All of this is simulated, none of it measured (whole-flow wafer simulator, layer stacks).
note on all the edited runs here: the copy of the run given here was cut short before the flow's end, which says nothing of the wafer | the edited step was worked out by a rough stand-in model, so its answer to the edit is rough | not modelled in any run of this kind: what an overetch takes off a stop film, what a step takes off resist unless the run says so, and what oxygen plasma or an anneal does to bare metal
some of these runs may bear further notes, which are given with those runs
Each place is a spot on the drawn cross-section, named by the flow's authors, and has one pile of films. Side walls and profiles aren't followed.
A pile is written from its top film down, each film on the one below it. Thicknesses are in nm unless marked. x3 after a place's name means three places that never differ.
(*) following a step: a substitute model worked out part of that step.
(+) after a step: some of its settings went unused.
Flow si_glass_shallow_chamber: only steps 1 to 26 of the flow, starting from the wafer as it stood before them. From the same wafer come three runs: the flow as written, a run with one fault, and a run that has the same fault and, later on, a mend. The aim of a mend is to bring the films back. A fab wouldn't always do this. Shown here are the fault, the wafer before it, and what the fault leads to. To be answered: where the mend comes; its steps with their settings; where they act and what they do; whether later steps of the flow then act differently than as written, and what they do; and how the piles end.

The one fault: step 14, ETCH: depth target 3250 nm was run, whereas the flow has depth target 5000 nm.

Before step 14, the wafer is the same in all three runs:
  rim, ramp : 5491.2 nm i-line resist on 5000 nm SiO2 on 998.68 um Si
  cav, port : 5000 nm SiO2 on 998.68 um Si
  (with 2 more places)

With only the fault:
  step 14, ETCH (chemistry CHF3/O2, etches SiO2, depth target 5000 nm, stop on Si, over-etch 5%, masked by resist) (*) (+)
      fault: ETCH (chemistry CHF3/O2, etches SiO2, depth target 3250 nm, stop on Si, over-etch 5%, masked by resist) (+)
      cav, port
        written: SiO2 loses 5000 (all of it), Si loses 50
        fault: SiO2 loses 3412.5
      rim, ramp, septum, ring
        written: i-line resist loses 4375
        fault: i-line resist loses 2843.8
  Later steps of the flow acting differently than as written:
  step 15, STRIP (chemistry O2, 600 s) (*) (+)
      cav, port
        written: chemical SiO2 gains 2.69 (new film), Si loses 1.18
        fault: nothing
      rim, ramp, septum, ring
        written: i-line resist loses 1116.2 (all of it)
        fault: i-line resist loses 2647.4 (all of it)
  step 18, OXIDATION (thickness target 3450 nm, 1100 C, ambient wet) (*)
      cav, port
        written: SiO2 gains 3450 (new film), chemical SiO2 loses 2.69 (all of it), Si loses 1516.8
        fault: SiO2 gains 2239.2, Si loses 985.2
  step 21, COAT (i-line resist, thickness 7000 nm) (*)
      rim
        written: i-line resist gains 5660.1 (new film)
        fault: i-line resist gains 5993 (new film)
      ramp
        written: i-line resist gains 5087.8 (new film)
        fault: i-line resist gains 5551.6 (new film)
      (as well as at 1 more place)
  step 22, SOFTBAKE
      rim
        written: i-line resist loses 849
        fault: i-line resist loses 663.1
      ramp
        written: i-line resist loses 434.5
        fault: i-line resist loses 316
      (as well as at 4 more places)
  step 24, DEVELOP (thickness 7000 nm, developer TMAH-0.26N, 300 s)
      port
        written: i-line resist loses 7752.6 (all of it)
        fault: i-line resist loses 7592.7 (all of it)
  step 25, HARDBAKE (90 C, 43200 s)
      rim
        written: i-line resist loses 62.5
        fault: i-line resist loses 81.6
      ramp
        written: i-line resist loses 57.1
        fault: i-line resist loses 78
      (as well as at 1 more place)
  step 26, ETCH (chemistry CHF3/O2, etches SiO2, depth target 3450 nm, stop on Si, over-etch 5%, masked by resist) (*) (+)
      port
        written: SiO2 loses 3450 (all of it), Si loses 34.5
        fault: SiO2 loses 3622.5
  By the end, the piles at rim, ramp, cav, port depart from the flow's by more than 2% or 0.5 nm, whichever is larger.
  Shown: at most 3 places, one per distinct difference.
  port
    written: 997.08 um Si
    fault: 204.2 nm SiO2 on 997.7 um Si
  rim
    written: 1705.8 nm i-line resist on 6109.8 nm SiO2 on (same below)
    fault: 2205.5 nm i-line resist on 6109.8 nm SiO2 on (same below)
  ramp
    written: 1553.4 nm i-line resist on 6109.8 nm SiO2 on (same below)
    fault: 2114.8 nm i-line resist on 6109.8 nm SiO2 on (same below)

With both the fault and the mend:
  The mend stands after step 14.
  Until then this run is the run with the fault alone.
  step 14a, ETCH (chemistry CHF3/O2, etches SiO2, depth target 1750 nm, stop on Si, over-etch 5%, masked by resist) (*) (a further turn of the flow's step 14, with different settings)
      rim, ramp, septum, ring
        i-line resist loses 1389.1
      cav, port
        SiO2 loses 1587.5 (all of it), Si loses 50
  Later steps of the flow acting differently than as written:
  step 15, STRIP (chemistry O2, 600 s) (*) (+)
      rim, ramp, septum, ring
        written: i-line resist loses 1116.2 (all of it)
        mend: i-line resist loses 1258.3 (all of it)
  At every place that both follow, the piles at the end match the flow's.
